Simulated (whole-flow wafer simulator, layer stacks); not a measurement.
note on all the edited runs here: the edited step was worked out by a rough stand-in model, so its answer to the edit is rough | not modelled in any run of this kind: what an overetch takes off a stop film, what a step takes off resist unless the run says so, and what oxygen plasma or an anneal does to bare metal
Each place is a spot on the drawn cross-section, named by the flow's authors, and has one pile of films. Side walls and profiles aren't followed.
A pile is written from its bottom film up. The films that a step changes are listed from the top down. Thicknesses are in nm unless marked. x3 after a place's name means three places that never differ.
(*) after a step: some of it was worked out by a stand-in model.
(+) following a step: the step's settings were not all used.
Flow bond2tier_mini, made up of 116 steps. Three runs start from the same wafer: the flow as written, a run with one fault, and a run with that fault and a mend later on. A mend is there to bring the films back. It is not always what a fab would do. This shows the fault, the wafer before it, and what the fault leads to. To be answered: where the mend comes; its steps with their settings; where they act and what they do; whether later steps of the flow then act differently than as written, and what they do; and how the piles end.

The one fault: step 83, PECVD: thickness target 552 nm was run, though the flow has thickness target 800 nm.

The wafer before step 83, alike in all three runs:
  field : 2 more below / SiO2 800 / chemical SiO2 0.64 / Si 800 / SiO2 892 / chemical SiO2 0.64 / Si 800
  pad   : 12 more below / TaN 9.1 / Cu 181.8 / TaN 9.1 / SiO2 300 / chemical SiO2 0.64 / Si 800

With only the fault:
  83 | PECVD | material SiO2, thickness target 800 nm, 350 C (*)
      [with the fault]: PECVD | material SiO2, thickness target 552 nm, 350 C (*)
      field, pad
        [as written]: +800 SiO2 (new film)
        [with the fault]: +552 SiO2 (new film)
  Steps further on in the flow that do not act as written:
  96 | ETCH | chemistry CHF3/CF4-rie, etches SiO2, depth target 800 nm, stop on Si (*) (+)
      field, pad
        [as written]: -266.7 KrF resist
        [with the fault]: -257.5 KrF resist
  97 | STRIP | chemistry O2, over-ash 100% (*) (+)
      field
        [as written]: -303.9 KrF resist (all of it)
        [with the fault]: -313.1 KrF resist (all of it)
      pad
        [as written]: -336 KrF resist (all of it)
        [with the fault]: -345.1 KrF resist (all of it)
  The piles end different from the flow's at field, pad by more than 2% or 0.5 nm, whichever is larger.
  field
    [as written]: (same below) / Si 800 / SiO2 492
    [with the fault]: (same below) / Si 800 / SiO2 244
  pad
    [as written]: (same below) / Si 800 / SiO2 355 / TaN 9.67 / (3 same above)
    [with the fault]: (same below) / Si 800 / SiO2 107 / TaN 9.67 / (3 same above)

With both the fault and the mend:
  The mend follows step 83.
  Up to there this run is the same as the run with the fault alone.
  83a | PECVD | material SiO2, thickness target 248 nm, 350 C (a further turn of the flow's step 83, with different settings)
      field, pad
        +248 SiO2
  Later steps of the flow that are run all act as written at every place that is followed.
  At every place that both follow, the piles at the end match the flow's.
